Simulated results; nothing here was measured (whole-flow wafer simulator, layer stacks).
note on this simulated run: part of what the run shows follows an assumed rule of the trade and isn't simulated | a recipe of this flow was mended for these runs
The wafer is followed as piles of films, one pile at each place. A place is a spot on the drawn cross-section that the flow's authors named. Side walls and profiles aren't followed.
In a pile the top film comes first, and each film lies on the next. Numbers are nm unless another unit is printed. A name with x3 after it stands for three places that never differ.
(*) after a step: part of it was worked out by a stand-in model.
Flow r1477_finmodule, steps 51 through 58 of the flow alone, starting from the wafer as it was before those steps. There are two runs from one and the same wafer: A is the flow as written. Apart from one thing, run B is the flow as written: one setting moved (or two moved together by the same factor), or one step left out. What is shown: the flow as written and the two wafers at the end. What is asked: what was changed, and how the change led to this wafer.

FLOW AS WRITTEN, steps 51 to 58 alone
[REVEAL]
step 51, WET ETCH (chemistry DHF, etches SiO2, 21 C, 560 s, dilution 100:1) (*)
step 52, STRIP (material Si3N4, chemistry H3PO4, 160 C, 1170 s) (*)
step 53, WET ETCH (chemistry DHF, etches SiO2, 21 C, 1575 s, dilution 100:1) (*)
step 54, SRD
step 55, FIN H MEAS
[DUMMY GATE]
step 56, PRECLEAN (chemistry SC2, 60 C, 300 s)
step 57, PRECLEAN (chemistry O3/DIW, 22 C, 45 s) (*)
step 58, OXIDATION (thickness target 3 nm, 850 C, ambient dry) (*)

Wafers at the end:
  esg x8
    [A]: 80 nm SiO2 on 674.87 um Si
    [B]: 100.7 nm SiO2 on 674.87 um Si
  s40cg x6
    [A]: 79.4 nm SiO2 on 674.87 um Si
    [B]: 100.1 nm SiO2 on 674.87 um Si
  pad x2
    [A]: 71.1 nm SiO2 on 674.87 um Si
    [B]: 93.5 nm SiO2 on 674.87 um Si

The reason: step 53, WET ETCH: 1162 s was run, while the flow as written has 1575 s.

How this came from the change, step by step:
  step 53, WET ETCH (chemistry DHF, etches SiO2, 21 C, 1575 s, dilution 100:1) (*)
      esg x8, s40cg x6, s40sg x6: A SiO2 loses 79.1 | B SiO2 loses 58.4
      pad x2: A SiO2 loses 85.7 | B SiO2 loses 63.2
